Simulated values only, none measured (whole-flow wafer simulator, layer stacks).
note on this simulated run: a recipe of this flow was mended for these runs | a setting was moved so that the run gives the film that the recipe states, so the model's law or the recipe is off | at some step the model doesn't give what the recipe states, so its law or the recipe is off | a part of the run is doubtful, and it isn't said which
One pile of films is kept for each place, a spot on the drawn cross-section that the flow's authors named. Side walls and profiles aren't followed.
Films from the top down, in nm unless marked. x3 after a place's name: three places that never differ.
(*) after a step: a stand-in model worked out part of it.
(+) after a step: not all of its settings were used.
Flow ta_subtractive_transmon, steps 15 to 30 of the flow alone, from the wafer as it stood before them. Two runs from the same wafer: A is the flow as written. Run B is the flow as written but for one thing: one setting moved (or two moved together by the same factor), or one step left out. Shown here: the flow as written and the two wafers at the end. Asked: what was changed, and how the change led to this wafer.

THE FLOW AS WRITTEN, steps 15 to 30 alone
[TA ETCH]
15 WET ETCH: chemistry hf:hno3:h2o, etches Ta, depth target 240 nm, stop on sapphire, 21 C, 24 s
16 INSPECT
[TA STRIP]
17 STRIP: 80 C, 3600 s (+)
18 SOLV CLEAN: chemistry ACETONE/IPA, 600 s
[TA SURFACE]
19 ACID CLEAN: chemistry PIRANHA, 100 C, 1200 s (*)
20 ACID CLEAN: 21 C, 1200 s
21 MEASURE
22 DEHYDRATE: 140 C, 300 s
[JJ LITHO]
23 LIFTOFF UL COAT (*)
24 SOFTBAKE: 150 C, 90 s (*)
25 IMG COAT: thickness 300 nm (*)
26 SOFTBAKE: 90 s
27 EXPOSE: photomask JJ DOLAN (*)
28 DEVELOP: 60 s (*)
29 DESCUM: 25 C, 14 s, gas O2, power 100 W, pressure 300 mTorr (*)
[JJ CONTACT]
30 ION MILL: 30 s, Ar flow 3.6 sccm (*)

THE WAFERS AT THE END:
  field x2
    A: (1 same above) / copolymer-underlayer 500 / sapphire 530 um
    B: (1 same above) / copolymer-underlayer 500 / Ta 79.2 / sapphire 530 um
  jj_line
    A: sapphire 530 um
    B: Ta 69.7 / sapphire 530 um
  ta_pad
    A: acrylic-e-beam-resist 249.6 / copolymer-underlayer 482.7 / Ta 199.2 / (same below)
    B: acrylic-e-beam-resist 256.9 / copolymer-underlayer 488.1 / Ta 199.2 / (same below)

The cause: step 15, WET ETCH: depth target 120 nm was run, where the flow has depth target 240 nm; step 15, WET ETCH: 12 s was run, where the flow has 24 s.

How the change led to this, step by step:
  15 WET ETCH: chemistry hf:hno3:h2o, etches Ta, depth target 240 nm, stop on sapphire, 21 C, 24 s
      field x2, jj_line, lead: A Ta -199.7 (all of it) | B Ta -120
  23 LIFTOFF UL COAT (*)
      lead: A copolymer-underlayer +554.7 (new film) | B copolymer-underlayer +533.9 (new film)
      ta_contact: A copolymer-underlayer +443.9 (new film) | B copolymer-underlayer +465 (new film)
  25 IMG COAT: thickness 300 nm (*)
      ta_pad: A acrylic-e-beam-resist +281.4 (new film) | B acrylic-e-beam-resist +288.6 (new film)
  28 DEVELOP: 60 s (*)
      lead: A acrylic-e-beam-resist -312.5 (all of it), copolymer-underlayer -554.7 (all of it) | B acrylic-e-beam-resist -307.5 (all of it), copolymer-underlayer -533.9 (all of it)
      ta_contact: A acrylic-e-beam-resist -287.5 (all of it), copolymer-underlayer -443.9 (all of it) | B acrylic-e-beam-resist -292.6 (all of it), copolymer-underlayer -465 (all of it)
  30 ION MILL: 30 s, Ar flow 3.6 sccm (*)
      jj_line, lead: A sapphire -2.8 | B Ta -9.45
Counting metal films that touch as one body, field x2 has 1 body; the flow as written gives 0 bodies.
Counting metal films that touch as one body, jj_line has 1 body; the flow as written gives 0 bodies.
